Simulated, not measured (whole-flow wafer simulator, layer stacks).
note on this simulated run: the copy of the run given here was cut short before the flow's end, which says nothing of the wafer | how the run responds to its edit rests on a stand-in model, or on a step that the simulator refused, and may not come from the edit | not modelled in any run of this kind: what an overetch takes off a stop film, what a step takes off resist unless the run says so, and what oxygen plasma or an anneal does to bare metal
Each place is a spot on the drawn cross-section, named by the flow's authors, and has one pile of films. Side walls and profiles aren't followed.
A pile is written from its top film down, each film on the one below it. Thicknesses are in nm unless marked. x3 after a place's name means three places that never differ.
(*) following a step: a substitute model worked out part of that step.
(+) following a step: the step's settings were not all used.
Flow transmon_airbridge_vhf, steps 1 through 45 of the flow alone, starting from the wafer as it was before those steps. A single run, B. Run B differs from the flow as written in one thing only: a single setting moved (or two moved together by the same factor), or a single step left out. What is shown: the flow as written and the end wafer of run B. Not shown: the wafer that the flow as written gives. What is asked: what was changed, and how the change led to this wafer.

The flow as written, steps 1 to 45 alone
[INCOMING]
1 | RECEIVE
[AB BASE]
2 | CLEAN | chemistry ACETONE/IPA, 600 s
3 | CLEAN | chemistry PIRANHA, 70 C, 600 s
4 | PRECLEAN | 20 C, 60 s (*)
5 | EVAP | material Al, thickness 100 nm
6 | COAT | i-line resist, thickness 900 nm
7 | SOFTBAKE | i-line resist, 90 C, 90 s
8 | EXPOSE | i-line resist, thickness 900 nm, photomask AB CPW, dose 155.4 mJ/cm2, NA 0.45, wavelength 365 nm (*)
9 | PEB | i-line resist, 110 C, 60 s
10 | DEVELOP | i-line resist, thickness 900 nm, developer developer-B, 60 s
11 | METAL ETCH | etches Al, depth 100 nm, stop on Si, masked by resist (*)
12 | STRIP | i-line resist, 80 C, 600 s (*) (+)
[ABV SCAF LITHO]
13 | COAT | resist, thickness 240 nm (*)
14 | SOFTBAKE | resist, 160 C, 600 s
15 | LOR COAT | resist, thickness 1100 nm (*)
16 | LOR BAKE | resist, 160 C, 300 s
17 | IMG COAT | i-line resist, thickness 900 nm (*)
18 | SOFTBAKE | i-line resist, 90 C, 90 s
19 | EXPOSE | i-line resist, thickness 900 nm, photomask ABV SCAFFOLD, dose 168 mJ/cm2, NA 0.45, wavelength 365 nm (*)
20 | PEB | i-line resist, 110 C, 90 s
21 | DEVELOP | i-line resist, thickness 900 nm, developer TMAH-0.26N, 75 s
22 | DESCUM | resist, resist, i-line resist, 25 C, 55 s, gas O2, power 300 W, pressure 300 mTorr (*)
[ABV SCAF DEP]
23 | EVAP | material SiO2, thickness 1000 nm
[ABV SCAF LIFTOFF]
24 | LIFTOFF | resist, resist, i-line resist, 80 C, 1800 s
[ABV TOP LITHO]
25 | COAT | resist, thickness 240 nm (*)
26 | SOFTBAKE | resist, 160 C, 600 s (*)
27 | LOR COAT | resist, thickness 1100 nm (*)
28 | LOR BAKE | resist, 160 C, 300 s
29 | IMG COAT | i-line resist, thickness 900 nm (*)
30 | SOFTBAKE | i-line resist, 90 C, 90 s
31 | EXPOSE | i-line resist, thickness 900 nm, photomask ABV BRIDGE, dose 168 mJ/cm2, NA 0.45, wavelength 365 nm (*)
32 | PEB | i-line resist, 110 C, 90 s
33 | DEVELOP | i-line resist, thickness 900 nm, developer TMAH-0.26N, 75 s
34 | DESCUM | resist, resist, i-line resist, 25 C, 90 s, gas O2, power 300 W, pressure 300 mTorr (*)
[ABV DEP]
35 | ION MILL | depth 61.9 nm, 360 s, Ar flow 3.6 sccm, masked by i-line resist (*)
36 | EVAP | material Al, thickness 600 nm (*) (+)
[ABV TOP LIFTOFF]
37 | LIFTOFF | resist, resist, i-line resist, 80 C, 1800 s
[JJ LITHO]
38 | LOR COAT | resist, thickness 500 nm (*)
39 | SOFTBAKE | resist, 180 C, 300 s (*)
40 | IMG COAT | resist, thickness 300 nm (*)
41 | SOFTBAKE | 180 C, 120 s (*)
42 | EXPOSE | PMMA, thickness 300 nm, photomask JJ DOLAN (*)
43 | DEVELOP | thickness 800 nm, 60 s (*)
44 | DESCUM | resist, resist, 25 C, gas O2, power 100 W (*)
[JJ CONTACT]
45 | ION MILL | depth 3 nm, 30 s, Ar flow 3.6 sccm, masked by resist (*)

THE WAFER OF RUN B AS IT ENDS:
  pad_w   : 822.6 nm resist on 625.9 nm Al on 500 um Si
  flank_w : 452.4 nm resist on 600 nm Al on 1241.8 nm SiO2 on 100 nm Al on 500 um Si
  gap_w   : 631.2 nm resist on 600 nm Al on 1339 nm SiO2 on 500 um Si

What caused this: step 23, EVAP: thickness 1375 nm was run, though the flow has thickness 1000 nm.

How this came from the change, step by step:
  23 | EVAP | material SiO2, thickness 1000 nm
      field x3, jj_line, ground_far and 10 more: +1375 SiO2 (new film) (in the flow as written it would be: +1000 SiO2 (new film))
      flank_w, flank_e: +1277.8 SiO2 (new film) (in the flow as written it would be: +929.3 SiO2 (new film))
  24 | LIFTOFF | resist, resist, i-line resist, 80 C, 1800 s
      field x3, jj_line, trace_open_s x2: -1375 SiO2 (all of it), -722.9 i-line resist (all of it), -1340 resist (all of it) (in the flow as written it would be: -1000 SiO2 (all of it), -722.9 i-line resist (all of it), -1340 resist (all of it))
      pad_w, pad_e: -1375 SiO2 (all of it), -718 i-line resist (all of it), -1330.2 resist (all of it) (in the flow as written it would be: -1000 SiO2 (all of it), -718 i-line resist (all of it), -1330.2 resist (all of it))
      (and at 1 other place as well)
  25 | COAT | resist, thickness 240 nm (*)
      flank_w, flank_e: +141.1 resist (new film) (in the flow as written it would be: +152.6 resist (new film))
      gap_w, gap_e: +195.2 resist (new film) (in the flow as written it would be: +210.7 resist (new film))
      (and at 6 other places as well)
  27 | LOR COAT | resist, thickness 1100 nm (*)
      gap_w, gap_e: +928.7 resist (in the flow as written it would be: +977.8 resist)
      margin_s, margin_n: +741.5 resist (in the flow as written it would be: +823.4 resist)
      (and at 6 other places as well)
  29 | IMG COAT | i-line resist, thickness 900 nm (*)
      gap_w, gap_e: +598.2 i-line resist (new film) (in the flow as written it would be: +681.7 i-line resist (new film))
      margin_s, margin_n: +485.7 i-line resist (new film) (in the flow as written it would be: +603.2 i-line resist (new film))
      (and at 7 other places as well)
  32 | PEB | i-line resist, 110 C, 90 s
      pad_w, pad_e: -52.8 i-line resist (in the flow as written it would be: -51 i-line resist)
      flank_w, flank_e: -34.4 i-line resist (in the flow as written it would be: -38.3 i-line resist)
      (and at 7 other places as well)
  33 | DEVELOP | i-line resist, thickness 900 nm, developer TMAH-0.26N, 75 s
      gap_w, gap_e: -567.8 i-line resist (all of it), -928.7 resist (in the flow as written it would be: -646.9 i-line resist (all of it), -977.8 resist)
      pad_w: -968.8 i-line resist (all of it), -1305.9 resist (in the flow as written it would be: -937.2 i-line resist (all of it), -1247.8 resist)
      (and at 5 other places as well)
  34 | DESCUM | resist, resist, i-line resist, 25 C, 90 s, gas O2, power 300 W, pressure 300 mTorr (*)
      flank_w, flank_e: -141.1 resist (all of it) (in the flow as written it would be: -152.6 resist (all of it))
      gap_w, gap_e: -195.2 resist (all of it) (in the flow as written it would be: -210.7 resist (all of it))
      (and at 4 other places as well)
  37 | LIFTOFF | resist, resist, i-line resist, 80 C, 1800 s
      margin_s, margin_n: -600 Al (all of it), -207 i-line resist (all of it), -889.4 resist (all of it) (in the flow as written it would be: -600 Al (all of it), -318.3 i-line resist (all of it), -992 resist (all of it))
      ground_far: -600 Al (all of it), -764.2 i-line resist (all of it), -1395.3 resist (all of it) (in the flow as written it would be: -600 Al (all of it), -717.9 i-line resist (all of it), -1384.9 resist (all of it))
  38 | LOR COAT | resist, thickness 500 nm (*)
      pad_w, pad_e: +541.6 resist (new film) (in the flow as written it would be: +517 resist (new film))
      flank_w, flank_e: +283.6 resist (new film) (in the flow as written it would be: +306.5 resist (new film))
      (and at 6 other places as well)
  40 | IMG COAT | resist, thickness 300 nm (*)
      pad_w, pad_e: +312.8 resist (in the flow as written it would be: +300.1 resist)
      flank_w, flank_e: +200.6 resist (in the flow as written it would be: +212.1 resist)
      (and at 6 other places as well)
